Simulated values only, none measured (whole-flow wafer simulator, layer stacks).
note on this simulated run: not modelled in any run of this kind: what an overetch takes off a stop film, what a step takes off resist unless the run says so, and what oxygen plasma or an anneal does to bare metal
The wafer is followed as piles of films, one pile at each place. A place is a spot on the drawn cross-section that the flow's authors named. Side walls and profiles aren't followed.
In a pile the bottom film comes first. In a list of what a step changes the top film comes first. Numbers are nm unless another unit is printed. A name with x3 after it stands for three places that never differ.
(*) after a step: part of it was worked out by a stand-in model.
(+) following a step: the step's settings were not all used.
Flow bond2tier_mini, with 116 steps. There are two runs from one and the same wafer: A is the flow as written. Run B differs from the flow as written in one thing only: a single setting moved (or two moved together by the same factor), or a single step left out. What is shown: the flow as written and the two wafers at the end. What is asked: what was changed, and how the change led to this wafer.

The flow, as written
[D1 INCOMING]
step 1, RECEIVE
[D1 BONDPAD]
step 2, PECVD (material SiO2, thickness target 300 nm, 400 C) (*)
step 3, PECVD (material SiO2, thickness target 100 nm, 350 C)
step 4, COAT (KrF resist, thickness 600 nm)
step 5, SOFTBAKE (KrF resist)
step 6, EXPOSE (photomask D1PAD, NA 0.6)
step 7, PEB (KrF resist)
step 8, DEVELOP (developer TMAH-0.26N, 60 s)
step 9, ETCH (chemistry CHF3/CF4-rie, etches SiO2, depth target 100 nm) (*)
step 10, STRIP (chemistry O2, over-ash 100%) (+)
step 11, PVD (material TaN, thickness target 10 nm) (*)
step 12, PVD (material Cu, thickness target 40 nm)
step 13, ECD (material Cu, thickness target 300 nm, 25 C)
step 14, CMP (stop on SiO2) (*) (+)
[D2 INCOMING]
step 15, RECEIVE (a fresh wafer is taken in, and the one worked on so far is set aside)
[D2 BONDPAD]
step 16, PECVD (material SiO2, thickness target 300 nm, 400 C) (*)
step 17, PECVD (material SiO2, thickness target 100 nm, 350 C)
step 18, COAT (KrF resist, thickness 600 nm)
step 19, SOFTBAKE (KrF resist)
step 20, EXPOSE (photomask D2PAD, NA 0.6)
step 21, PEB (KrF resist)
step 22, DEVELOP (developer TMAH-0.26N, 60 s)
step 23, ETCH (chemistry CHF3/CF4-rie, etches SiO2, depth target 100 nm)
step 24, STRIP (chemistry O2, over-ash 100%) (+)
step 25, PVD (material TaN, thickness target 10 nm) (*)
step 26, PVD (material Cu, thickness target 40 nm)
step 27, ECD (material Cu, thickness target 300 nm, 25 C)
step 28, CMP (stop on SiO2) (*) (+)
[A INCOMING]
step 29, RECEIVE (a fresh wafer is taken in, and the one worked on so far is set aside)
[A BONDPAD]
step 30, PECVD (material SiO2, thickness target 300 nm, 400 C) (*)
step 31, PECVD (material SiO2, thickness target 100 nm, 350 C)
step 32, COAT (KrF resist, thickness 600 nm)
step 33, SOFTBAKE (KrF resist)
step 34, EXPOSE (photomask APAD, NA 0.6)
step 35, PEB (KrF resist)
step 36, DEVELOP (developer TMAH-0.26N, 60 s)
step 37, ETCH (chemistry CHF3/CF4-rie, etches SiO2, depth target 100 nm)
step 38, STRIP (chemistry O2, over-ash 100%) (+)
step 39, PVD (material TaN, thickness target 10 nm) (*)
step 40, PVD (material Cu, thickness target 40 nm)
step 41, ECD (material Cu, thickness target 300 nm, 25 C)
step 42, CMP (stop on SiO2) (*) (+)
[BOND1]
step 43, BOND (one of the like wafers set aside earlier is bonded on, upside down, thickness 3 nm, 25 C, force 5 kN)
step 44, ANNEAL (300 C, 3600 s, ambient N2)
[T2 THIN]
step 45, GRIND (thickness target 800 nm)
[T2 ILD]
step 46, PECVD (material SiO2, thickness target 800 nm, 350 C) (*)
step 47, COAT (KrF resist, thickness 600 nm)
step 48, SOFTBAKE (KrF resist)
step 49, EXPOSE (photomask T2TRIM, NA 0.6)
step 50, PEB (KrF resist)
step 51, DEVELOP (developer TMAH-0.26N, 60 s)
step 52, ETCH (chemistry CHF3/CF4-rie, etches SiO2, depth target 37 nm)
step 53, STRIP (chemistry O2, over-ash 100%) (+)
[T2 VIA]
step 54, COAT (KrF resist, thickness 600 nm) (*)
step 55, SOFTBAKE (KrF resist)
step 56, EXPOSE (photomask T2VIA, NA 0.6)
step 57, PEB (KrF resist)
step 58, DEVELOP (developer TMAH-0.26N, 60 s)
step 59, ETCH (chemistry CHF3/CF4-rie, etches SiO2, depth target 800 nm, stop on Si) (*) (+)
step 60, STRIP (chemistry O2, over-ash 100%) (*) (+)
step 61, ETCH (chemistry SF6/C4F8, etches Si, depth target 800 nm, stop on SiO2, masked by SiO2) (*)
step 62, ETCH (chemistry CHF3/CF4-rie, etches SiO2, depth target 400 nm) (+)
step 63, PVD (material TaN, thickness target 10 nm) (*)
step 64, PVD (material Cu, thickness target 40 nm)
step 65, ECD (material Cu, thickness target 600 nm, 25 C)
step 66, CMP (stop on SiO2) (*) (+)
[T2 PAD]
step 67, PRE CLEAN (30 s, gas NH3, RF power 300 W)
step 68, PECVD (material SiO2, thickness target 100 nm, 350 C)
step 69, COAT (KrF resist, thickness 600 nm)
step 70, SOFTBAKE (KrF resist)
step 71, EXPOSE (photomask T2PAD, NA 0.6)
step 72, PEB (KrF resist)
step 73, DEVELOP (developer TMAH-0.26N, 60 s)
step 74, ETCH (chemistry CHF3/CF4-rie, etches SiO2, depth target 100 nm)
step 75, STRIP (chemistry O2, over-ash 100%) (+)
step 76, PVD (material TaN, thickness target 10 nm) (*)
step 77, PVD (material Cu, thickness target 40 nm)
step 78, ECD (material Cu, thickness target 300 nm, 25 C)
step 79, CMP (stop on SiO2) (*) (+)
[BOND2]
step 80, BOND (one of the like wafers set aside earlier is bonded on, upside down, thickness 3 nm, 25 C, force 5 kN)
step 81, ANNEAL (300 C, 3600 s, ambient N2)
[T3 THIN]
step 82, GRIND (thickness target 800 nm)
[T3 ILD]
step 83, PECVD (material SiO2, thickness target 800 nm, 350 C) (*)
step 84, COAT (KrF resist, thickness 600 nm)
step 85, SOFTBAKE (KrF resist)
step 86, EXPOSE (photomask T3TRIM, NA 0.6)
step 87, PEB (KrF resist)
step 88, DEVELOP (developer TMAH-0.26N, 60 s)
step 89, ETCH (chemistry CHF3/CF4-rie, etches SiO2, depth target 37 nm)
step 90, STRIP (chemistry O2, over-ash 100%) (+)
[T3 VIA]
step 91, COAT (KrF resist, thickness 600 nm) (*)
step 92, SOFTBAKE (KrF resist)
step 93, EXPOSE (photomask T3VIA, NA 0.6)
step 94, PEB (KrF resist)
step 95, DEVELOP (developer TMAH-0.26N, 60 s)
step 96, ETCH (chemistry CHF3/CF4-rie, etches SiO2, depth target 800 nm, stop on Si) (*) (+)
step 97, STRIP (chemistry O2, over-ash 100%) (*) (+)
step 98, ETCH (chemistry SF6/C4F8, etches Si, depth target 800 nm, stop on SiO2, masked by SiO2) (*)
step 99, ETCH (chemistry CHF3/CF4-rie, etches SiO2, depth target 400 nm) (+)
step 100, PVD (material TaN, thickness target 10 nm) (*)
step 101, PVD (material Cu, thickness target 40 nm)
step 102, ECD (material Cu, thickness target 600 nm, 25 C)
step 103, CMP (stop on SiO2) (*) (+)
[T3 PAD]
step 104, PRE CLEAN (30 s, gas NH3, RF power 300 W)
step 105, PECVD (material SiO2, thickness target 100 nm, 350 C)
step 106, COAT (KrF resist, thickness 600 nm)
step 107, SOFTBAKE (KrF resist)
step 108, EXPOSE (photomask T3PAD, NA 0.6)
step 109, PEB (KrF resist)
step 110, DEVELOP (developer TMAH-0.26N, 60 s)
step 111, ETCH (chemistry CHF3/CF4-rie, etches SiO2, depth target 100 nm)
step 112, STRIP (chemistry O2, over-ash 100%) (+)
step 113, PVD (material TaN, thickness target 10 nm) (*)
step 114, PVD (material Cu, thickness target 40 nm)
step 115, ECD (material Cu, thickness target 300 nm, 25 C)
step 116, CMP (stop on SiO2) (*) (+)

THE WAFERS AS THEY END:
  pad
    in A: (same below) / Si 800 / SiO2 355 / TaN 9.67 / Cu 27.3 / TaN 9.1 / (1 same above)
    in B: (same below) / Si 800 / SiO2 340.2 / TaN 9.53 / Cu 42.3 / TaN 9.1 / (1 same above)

Cause: step 89, ETCH: depth target 51.8 nm was run, while the flow as written has depth target 37 nm.

The path from the change to this, step by step:
  step 89, ETCH (chemistry CHF3/CF4-rie, etches SiO2, depth target 37 nm)
      field: A KrF resist loses 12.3 | B KrF resist loses 17.3
      pad: A SiO2 loses 37 | B SiO2 loses 51.8
  step 97, STRIP (chemistry O2, over-ash 100%) (*) (+)
      field: A KrF resist loses 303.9 (all of it) | B KrF resist loses 297.6 (all of it)
  step 102, ECD (material Cu, thickness target 600 nm, 25 C)
      pad: A Cu gains 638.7 | B Cu gains 654.2
